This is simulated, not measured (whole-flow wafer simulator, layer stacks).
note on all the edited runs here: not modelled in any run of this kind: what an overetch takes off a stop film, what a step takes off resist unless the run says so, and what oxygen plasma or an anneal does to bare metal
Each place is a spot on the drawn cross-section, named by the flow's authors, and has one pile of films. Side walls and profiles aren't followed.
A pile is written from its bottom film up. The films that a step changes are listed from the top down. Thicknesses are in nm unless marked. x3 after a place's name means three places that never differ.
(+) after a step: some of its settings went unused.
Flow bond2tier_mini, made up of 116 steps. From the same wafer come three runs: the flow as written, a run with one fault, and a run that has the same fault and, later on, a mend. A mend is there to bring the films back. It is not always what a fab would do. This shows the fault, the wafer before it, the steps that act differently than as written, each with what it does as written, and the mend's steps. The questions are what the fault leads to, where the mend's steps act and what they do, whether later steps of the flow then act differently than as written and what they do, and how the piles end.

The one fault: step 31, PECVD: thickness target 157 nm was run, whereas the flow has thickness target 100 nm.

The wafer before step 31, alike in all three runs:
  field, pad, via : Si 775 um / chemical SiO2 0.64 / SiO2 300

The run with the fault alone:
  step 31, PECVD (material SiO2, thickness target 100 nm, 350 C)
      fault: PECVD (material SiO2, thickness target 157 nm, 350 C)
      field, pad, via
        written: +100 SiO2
        fault: +157 SiO2
  None of the later steps of the flow acts differently than as written at any place that is followed.
  By the end, the piles at field, pad depart from the flow's by more than 2% or 0.5 nm, whichever is larger.
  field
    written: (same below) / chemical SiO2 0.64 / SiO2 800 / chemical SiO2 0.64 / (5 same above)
    fault: (same below) / chemical SiO2 0.64 / SiO2 857 / chemical SiO2 0.64 / (5 same above)
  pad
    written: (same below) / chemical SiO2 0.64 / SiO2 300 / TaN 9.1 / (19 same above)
    fault: (same below) / chemical SiO2 0.64 / SiO2 357 / TaN 9.1 / (19 same above)

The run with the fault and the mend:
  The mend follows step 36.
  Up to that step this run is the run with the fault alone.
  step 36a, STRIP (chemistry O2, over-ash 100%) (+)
      field
        -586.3 KrF resist (all of it)
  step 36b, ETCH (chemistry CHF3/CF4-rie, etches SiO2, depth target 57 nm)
      field, pad, via
        -57 SiO2
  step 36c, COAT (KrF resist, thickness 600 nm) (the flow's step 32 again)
      field, pad, via
        +600 KrF resist (new film)
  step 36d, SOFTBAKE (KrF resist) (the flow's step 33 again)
      does not change any film at any place that is followed
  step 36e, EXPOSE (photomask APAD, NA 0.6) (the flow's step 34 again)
      does not change any film at any place that is followed
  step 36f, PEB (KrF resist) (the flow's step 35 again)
      does not change any film at any place that is followed
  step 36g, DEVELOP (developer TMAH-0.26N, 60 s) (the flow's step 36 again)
      pad, via
        -600 KrF resist (all of it)
      field
        -13.7 KrF resist
  None of the later steps of the flow acts differently than as written at any place that is followed.
  At every place that both follow, the piles at the end match the flow's.
